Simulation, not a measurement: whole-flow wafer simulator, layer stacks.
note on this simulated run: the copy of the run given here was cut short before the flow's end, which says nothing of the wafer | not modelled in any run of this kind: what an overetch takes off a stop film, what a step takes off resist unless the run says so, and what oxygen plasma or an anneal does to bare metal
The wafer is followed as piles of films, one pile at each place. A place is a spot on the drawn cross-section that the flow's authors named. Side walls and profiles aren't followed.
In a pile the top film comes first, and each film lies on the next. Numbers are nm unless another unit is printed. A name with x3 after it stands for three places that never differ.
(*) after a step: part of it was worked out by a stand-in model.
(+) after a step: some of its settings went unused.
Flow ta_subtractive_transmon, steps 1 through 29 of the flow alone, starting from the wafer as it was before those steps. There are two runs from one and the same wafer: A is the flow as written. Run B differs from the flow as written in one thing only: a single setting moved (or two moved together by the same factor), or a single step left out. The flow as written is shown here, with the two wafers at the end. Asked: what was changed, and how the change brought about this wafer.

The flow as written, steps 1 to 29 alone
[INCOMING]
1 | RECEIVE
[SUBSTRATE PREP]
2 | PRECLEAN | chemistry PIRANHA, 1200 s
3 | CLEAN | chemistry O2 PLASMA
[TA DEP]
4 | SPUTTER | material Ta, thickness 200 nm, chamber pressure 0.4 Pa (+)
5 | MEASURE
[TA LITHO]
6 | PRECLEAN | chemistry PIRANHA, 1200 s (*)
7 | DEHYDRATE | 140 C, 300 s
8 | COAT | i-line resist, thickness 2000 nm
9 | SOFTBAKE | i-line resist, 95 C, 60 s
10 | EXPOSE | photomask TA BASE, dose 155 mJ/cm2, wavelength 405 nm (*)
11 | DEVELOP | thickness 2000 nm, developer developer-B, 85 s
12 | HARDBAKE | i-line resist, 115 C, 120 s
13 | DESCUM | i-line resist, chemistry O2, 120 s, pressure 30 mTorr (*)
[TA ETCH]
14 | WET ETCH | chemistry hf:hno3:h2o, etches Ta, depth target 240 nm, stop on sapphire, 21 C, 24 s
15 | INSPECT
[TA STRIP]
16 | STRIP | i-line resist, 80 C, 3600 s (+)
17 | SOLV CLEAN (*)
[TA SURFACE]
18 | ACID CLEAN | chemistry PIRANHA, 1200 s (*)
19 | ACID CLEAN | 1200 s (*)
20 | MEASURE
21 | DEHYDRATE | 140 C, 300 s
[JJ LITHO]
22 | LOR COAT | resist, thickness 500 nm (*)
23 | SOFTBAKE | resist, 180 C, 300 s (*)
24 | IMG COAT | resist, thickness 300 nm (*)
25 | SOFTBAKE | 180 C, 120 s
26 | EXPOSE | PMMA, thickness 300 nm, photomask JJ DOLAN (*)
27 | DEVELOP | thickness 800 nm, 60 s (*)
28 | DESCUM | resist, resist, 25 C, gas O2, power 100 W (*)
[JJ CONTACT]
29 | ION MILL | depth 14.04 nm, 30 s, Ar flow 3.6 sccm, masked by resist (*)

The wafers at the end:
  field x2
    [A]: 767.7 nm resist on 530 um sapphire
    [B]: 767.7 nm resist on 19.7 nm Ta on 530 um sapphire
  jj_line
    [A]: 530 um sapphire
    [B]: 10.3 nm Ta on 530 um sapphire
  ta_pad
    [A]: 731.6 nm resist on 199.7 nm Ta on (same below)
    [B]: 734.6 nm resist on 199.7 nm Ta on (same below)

What caused this: step 14, WET ETCH: depth target 180 nm was run, though the flow has depth target 240 nm; step 14, WET ETCH: 18 s was run, where the flow has 24 s.

Step by step, how the change led to this:
  14 | WET ETCH | chemistry hf:hno3:h2o, etches Ta, depth target 240 nm, stop on sapphire, 21 C, 24 s
      field x2, jj_line, lead: A -200 Ta (all of it) | B -180 Ta
  29 | ION MILL | depth 14.04 nm, 30 s, Ar flow 3.6 sccm, masked by resist (*)
      jj_line, lead: A -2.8 sapphire | B -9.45 Ta
Taking metal films that touch as one body, field x2 has 1 body; the flow as written gives 0 bodies.
Taking metal films that touch as one body, jj_line has 1 body; the flow as written gives 0 bodies.
